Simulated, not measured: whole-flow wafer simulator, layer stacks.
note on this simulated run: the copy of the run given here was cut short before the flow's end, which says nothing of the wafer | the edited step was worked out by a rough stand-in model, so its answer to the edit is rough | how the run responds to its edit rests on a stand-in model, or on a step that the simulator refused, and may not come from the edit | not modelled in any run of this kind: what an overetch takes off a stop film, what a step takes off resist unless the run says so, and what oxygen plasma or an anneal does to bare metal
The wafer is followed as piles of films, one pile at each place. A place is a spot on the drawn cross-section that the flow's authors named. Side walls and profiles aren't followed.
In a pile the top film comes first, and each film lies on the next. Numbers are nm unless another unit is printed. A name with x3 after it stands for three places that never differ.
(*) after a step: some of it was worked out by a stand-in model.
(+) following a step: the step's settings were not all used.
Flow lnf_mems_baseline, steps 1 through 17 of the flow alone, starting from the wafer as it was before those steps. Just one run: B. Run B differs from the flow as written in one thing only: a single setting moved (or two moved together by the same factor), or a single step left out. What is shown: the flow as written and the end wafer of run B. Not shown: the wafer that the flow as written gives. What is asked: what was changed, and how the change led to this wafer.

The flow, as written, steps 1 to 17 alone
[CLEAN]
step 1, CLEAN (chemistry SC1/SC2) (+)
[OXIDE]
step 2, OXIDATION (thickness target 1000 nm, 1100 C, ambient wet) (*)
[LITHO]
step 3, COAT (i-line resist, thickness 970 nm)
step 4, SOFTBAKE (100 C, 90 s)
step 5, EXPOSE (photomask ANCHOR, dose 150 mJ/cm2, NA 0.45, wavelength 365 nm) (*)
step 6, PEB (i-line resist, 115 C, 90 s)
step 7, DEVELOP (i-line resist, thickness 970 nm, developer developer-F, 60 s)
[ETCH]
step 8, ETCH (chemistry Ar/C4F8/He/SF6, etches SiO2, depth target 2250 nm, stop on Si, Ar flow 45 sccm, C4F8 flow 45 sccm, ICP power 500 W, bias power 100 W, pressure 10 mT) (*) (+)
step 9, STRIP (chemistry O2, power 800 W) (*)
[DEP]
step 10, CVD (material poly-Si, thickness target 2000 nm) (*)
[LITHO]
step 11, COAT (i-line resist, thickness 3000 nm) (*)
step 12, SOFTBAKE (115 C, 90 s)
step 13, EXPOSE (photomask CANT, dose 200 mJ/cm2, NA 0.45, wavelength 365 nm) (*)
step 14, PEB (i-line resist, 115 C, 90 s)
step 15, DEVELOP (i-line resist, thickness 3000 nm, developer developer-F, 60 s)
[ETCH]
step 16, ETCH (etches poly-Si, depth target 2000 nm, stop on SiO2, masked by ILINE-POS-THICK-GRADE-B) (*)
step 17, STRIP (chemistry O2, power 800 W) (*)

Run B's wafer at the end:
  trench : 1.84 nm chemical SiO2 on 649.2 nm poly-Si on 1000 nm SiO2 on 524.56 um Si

What caused this: step 16, ETCH: depth target 1350 nm was run, though the flow has depth target 2000 nm.

The path from the change to this, step by step:
  step 16, ETCH (etches poly-Si, depth target 2000 nm, stop on SiO2, masked by ILINE-POS-THICK-GRADE-B) (*)
      trench, char_slit: -1350 poly-Si (it would be, as written: -2000 poly-Si (all of it))
      field, anchor, beam: -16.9 i-line resist (it would be, as written: -25 i-line resist)
  step 17, STRIP (chemistry O2, power 800 W) (*)
      trench, char_slit: +1.84 chemical SiO2 (new film), -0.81 poly-Si (it would be, as written: nothing)
